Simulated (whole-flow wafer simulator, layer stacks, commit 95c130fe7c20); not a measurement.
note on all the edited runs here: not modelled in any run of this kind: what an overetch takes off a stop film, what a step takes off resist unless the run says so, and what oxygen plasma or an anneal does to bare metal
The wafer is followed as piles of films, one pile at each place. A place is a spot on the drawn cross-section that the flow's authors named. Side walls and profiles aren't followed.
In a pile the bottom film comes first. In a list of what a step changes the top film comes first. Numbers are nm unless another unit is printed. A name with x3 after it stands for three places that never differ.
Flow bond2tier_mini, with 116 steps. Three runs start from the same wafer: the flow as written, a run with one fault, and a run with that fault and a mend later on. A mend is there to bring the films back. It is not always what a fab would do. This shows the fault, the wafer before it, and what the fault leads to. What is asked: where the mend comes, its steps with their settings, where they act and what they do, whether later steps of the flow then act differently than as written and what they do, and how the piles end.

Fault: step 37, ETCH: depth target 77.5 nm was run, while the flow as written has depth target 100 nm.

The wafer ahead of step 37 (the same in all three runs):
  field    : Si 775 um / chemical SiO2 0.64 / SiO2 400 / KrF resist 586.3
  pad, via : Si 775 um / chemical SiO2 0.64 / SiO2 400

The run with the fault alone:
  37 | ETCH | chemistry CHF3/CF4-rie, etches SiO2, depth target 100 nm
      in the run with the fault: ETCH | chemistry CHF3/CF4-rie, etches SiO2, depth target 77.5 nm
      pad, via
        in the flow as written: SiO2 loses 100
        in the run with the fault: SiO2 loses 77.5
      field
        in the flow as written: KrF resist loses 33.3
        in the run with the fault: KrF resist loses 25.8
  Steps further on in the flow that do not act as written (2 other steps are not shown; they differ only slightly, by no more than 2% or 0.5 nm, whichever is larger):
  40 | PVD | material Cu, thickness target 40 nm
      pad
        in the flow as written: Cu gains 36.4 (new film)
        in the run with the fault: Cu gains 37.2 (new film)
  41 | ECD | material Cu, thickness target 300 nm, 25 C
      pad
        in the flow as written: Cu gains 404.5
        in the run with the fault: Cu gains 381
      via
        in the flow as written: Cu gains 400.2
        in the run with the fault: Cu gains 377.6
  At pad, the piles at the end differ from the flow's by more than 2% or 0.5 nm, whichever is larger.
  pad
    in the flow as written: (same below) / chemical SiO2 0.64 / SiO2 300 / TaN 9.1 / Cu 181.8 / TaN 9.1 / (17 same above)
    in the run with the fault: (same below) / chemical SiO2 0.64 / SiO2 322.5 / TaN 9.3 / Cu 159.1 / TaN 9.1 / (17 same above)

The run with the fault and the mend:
  The mend stands after step 37.
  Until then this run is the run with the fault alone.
  37a | ETCH | chemistry CHF3/CF4-rie, etches SiO2, depth target 22.5 nm (the flow's step 37 again, with other settings)
      pad, via
        SiO2 loses 22.5
      field
        KrF resist loses 7.5
  Every later step of the flow that is run acts as written at every place that is followed.
  The piles end the same as the flow's at every place that both follow.
